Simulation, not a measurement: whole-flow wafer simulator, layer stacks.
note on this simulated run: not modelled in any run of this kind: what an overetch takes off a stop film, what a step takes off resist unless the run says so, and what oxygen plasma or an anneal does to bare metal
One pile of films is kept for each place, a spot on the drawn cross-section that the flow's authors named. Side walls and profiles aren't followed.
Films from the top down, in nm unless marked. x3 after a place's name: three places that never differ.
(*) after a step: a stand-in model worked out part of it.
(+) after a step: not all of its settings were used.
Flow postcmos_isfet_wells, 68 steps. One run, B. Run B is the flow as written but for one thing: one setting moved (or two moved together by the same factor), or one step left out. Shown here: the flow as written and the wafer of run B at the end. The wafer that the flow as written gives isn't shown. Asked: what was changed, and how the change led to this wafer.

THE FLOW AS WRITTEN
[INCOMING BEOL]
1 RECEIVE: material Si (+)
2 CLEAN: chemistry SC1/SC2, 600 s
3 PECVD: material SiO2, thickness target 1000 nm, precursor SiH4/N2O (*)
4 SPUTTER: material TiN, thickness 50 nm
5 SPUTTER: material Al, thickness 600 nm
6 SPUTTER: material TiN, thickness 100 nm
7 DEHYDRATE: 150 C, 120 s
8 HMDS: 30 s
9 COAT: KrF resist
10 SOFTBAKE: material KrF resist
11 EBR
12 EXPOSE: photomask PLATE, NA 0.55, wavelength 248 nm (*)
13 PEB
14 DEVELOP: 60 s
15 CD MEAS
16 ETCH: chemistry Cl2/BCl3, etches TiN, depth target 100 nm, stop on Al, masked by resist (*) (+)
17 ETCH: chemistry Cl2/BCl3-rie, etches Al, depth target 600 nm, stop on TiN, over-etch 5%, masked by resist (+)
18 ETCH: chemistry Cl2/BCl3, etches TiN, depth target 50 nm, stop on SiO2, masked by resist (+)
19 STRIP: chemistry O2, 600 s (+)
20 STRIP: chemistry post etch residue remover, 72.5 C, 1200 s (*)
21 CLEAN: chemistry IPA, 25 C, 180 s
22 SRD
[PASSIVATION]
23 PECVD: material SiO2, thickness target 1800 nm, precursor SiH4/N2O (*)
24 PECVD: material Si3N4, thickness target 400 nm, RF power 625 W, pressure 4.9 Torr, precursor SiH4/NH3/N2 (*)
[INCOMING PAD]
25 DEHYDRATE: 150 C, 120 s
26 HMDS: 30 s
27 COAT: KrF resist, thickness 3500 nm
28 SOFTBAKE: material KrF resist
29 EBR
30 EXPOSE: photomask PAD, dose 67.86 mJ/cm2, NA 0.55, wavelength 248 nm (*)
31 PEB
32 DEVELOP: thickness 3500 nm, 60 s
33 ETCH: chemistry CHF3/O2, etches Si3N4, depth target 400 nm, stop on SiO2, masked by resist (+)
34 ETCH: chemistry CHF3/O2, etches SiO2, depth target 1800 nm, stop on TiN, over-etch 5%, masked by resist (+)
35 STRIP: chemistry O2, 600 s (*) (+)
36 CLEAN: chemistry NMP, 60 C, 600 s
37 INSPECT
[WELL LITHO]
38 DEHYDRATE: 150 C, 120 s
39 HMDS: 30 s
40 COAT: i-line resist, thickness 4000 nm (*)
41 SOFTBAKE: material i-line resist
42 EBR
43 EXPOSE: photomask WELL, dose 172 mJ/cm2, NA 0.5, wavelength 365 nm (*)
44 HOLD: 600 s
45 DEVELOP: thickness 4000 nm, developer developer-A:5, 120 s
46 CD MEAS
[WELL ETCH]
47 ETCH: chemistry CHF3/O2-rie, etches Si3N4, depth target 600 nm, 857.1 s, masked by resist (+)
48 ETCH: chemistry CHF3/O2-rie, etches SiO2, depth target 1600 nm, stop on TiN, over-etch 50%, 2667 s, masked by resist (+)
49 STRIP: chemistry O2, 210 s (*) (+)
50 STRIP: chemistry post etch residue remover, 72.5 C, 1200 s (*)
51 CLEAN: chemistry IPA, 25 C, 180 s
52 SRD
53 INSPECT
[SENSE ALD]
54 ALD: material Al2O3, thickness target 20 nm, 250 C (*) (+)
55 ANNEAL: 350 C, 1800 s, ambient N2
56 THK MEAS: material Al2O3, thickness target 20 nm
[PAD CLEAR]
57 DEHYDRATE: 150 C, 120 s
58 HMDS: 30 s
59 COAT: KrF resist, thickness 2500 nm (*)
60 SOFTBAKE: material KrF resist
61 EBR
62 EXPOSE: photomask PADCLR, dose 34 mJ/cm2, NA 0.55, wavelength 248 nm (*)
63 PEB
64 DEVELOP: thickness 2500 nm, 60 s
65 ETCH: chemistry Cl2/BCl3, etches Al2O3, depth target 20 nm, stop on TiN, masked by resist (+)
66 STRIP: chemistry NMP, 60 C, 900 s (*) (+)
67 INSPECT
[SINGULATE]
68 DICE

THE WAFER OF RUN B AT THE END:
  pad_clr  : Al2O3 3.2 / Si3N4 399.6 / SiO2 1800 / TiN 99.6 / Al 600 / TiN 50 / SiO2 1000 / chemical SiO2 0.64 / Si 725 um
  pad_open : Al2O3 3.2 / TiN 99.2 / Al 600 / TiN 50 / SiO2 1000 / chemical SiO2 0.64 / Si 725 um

The cause: step 65, ETCH: depth target 16.8 nm was run, where the flow has depth target 20 nm.

How the change led to this, step by step:
  65 ETCH: chemistry Cl2/BCl3, etches Al2O3, depth target 20 nm, stop on TiN, masked by resist (+)
      pad_clr, pad_open: Al2O3 -16.8 (as written it would be: Al2O3 -20 (all of it))
      field, margin, pad_rim: KrF resist -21 (as written it would be: KrF resist -25)
